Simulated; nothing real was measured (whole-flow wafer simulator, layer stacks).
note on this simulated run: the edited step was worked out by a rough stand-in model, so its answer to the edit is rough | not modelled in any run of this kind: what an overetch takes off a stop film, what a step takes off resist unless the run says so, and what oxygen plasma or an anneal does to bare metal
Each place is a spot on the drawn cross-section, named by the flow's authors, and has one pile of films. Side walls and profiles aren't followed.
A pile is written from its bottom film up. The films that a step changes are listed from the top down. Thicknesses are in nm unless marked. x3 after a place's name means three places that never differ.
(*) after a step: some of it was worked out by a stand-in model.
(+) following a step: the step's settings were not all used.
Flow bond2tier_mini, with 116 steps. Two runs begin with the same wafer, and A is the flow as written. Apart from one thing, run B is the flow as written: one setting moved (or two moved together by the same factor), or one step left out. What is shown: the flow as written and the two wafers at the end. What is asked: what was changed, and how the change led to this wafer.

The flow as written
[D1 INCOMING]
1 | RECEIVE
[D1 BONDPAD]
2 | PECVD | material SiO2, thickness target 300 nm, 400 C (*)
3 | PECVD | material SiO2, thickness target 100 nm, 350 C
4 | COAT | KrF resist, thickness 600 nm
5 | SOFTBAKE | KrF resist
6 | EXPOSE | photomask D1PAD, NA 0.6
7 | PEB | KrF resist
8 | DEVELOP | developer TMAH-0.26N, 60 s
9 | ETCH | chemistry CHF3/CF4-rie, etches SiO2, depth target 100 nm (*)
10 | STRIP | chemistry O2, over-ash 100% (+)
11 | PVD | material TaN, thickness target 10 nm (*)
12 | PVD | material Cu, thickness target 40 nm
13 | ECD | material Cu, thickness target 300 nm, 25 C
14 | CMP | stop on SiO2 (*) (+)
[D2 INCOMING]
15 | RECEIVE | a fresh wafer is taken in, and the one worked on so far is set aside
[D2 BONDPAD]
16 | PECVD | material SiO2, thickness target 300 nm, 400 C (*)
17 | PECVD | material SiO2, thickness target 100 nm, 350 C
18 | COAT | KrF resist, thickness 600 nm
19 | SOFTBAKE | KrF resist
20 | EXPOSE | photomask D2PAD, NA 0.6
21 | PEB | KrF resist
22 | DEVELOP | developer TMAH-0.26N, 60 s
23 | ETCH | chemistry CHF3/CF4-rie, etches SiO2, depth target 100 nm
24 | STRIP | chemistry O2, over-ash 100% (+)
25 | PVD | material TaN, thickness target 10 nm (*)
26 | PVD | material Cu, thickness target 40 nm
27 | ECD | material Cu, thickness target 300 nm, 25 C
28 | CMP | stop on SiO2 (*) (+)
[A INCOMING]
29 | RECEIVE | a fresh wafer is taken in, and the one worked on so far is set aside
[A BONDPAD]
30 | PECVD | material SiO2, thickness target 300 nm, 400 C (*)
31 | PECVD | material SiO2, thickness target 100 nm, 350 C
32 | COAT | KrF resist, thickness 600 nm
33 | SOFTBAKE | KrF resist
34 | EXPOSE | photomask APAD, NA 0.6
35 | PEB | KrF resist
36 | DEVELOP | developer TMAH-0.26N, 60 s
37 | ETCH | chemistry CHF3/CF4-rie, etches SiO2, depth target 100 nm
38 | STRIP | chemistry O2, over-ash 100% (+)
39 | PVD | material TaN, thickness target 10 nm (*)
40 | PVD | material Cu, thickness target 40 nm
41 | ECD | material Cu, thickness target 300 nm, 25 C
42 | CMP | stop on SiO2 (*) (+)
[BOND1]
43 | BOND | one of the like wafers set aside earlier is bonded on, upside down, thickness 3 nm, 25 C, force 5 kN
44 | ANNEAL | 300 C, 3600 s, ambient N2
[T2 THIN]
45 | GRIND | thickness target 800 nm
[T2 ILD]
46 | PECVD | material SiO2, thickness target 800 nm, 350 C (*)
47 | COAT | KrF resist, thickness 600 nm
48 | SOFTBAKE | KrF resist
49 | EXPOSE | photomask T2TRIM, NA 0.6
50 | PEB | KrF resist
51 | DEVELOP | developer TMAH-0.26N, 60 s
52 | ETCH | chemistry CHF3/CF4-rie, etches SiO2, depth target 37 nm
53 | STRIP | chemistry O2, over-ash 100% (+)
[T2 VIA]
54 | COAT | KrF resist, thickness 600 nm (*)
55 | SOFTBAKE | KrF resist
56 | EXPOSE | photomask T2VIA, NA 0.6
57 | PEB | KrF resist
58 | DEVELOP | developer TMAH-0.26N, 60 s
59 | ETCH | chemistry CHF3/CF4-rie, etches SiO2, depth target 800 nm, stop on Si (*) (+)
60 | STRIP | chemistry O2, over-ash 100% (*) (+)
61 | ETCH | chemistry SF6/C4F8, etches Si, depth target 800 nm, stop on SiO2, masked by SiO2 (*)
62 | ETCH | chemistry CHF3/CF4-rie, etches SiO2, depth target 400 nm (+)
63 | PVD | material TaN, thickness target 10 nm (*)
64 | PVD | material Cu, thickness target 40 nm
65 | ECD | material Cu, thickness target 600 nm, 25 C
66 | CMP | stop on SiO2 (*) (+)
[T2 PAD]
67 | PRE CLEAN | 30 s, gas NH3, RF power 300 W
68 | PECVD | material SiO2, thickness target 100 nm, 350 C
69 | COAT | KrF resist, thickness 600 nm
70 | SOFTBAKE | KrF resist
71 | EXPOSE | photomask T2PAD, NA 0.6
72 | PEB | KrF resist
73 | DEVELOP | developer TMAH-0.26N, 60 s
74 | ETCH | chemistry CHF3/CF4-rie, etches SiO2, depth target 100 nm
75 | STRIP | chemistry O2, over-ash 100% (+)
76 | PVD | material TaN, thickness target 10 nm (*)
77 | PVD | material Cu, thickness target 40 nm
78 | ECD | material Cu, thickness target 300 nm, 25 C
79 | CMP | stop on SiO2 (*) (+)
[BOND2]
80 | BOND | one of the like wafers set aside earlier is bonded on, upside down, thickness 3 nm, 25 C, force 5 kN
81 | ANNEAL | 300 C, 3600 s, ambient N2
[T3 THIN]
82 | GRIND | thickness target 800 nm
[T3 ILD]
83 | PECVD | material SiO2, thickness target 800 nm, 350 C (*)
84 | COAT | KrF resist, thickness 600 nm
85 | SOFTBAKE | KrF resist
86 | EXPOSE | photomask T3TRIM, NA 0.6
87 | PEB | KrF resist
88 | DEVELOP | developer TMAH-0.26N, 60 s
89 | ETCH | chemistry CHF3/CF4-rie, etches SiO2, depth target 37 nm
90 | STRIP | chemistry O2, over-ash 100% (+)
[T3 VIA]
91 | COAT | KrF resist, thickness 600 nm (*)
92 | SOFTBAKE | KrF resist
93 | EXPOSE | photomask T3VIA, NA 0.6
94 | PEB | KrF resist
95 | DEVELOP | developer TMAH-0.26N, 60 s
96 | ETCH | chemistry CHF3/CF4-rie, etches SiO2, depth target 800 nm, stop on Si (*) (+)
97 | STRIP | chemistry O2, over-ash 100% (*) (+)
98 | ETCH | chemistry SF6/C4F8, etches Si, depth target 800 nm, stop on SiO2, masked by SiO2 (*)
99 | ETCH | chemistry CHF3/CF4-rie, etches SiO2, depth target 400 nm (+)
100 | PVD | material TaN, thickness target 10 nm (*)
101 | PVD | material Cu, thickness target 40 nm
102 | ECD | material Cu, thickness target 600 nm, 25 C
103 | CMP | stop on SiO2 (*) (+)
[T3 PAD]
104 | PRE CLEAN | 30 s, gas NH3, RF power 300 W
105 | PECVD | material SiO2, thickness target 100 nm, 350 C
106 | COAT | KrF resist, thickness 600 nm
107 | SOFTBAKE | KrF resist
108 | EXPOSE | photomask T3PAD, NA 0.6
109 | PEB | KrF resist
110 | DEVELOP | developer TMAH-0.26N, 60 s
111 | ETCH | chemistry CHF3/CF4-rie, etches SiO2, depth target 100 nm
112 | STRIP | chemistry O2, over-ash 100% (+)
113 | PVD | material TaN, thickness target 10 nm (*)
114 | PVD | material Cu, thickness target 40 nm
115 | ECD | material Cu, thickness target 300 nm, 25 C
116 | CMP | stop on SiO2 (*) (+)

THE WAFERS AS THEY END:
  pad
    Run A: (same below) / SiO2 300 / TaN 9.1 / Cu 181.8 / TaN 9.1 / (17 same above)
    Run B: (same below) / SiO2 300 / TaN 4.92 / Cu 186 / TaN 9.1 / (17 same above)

Cause: step 39, PVD: thickness target 5.4 nm was run, though the flow has thickness target 10 nm.

How this came from the change, step by step:
  39 | PVD | material TaN, thickness target 10 nm (*)
      field: A TaN gains 10 (new film) | B TaN gains 5.4 (new film)
      pad: A TaN gains 9.1 (new film) | B TaN gains 4.92 (new film)
      (as well as at 1 more place)
  42 | CMP | stop on SiO2 (*) (+)
      field: A Cu loses 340 (all of it), TaN loses 10 (all of it) | B Cu loses 340 (all of it), TaN loses 5.4 (all of it)
